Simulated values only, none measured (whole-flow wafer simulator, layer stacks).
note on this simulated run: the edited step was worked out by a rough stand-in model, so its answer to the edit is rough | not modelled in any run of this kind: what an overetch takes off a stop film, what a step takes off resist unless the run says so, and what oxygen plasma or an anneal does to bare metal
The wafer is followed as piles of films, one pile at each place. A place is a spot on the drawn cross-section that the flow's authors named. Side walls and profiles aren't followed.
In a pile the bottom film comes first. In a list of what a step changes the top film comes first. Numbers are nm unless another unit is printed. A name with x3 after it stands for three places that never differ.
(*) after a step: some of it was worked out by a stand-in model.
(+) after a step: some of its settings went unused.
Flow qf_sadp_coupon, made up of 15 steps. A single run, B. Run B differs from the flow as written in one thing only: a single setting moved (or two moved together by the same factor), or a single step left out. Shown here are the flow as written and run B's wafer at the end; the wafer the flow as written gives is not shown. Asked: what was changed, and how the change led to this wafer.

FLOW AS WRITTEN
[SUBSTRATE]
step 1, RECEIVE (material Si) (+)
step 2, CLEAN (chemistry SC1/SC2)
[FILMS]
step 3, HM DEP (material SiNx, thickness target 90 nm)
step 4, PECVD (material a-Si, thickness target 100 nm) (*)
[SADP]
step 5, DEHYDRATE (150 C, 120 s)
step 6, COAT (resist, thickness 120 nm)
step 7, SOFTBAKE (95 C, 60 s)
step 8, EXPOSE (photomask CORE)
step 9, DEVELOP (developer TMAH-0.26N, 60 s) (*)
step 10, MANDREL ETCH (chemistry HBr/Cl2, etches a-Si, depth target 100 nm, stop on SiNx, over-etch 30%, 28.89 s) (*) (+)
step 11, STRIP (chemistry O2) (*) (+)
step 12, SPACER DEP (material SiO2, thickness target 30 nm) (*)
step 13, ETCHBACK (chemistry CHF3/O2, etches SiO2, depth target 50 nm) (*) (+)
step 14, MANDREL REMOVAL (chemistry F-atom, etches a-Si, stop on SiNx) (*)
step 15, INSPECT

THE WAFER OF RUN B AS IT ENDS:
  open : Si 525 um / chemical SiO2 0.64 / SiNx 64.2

Cause: step 4, PECVD: thickness target 82.9 nm was run, while the flow as written has thickness target 100 nm.

Step by step, how the change led to this:
  step 4, PECVD (material a-Si, thickness target 100 nm) (*)
      m, open: +82.9 a-Si (new film) (in the flow as written it would be: +100 a-Si (new film))
  step 10, MANDREL ETCH (chemistry HBr/Cl2, etches a-Si, depth target 100 nm, stop on SiNx, over-etch 30%, 28.89 s) (*) (+)
      open: -82.9 a-Si (all of it), -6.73 SiNx (in the flow as written it would be: -100 a-Si (all of it), -4.29 SiNx)
  step 14, MANDREL REMOVAL (chemistry F-atom, etches a-Si, stop on SiNx) (*)
      m: -78.7 a-Si (all of it) (in the flow as written it would be: -95.8 a-Si (all of it))
